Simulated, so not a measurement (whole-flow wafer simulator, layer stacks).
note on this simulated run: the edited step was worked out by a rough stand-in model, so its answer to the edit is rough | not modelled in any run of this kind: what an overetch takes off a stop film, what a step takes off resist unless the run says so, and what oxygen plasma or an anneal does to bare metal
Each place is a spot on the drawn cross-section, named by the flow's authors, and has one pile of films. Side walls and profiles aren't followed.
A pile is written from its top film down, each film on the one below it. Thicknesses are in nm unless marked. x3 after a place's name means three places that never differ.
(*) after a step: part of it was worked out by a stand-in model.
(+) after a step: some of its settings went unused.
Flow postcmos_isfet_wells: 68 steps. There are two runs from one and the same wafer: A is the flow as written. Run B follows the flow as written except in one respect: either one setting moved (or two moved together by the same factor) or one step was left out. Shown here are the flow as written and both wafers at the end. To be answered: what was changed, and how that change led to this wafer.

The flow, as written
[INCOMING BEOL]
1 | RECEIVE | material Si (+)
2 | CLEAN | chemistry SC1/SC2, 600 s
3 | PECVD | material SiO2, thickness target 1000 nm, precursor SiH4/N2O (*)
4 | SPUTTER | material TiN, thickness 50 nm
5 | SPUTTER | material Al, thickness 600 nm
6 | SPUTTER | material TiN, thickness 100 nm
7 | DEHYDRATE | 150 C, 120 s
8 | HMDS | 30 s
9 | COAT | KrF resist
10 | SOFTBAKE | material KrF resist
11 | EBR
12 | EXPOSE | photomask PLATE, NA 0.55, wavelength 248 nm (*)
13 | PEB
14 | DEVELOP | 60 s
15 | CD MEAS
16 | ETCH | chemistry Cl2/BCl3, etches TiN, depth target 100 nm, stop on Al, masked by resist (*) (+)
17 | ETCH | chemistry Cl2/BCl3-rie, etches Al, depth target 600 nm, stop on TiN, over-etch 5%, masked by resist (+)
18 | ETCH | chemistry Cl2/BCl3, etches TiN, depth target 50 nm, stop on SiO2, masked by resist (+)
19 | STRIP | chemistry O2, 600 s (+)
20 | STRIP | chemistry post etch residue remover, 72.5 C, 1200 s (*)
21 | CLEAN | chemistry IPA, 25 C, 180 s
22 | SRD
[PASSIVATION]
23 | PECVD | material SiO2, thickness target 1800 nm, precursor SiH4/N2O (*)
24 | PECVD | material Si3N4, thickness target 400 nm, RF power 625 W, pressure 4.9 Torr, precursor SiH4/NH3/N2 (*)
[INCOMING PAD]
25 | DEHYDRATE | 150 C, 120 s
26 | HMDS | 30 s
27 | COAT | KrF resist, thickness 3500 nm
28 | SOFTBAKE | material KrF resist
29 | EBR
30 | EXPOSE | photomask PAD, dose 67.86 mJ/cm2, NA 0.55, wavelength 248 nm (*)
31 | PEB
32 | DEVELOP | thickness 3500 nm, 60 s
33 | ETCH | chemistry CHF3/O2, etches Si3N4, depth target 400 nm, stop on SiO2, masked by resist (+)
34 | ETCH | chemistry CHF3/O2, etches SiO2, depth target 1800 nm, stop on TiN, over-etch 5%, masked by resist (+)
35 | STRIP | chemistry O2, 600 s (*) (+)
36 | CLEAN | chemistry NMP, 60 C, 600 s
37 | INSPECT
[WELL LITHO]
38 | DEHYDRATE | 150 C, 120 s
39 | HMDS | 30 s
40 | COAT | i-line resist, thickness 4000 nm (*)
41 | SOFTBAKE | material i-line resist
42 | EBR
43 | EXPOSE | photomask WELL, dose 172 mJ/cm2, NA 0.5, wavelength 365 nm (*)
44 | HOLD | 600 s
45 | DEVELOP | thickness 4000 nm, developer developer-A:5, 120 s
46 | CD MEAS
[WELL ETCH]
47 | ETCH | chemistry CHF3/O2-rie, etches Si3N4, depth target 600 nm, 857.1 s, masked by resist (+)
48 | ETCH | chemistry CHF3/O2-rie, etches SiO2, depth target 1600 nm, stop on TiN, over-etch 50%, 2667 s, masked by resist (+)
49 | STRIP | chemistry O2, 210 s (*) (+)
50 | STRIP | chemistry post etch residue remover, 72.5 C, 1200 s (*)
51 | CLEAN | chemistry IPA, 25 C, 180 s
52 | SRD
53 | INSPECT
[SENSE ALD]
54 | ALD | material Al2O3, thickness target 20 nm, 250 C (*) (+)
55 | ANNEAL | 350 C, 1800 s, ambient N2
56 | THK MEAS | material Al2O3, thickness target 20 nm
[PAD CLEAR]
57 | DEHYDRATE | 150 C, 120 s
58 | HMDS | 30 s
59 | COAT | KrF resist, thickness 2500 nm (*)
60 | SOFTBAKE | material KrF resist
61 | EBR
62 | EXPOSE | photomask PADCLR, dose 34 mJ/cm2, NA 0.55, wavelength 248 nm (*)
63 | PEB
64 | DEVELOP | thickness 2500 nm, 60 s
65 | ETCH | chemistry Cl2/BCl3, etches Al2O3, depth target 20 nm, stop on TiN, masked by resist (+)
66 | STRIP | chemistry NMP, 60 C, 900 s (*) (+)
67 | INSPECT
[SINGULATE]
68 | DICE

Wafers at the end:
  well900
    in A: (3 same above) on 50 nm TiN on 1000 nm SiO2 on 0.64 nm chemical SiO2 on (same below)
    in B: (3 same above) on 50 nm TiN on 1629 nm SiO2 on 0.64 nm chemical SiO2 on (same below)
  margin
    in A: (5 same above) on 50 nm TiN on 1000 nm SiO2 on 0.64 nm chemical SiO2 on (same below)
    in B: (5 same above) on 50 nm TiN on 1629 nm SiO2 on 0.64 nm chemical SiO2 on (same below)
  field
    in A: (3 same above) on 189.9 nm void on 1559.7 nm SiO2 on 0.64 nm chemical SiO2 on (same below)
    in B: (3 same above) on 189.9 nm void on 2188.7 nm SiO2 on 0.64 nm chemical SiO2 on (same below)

Cause: step 3, PECVD: thickness target 1629 nm was run, while the flow as written has thickness target 1000 nm.
The wafer lets one read it off: well900 has SiO2 1629, and step 3 as written asks for 1000 nm.

Step by step, how the change led to this:
  3 | PECVD | material SiO2, thickness target 1000 nm, precursor SiH4/N2O (*)
      field, margin, well900, well1300 x3, pad_rim, pad_clr, pad_open: A SiO2 gains 1000 (new film) | B SiO2 gains 1629 (new film)
